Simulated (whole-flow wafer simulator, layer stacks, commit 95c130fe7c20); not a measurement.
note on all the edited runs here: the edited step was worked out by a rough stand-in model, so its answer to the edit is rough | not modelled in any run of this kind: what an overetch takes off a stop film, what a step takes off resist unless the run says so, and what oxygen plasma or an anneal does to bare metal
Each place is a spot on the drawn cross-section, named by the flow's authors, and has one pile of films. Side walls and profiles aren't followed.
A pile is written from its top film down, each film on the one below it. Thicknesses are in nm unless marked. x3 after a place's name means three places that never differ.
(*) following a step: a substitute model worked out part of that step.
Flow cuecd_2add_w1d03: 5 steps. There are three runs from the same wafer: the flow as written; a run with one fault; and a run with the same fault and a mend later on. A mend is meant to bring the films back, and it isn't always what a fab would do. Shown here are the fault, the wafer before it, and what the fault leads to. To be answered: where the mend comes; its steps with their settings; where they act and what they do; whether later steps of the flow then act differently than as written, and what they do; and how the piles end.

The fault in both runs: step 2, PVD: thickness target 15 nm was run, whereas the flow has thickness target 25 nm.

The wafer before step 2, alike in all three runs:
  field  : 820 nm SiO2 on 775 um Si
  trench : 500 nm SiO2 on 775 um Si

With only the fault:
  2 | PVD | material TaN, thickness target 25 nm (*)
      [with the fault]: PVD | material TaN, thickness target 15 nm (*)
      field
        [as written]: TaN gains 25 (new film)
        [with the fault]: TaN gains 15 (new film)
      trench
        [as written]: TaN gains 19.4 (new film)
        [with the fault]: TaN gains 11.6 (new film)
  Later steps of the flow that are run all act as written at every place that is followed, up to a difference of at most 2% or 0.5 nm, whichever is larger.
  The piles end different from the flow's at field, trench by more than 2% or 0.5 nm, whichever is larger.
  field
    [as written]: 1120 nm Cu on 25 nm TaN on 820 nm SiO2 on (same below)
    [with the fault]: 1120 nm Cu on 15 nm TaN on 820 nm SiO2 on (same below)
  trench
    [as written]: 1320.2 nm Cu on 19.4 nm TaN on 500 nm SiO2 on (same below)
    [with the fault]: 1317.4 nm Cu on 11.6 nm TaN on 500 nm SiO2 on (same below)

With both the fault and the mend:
  The mend follows step 2.
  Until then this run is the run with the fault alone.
  2a | PVD | material TaN, thickness target 10 nm (*) (the flow's step 2 again, with other settings)
      field
        TaN gains 10
      trench
        TaN gains 7.69
  Later steps of the flow that are run all act as written at every place that is followed, up to a difference of at most 2% or 0.5 nm, whichever is larger.
  When the end is reached, the piles differ only a little from the flow's at the places that both follow, at most by 2% or 0.5 nm, whichever is larger.
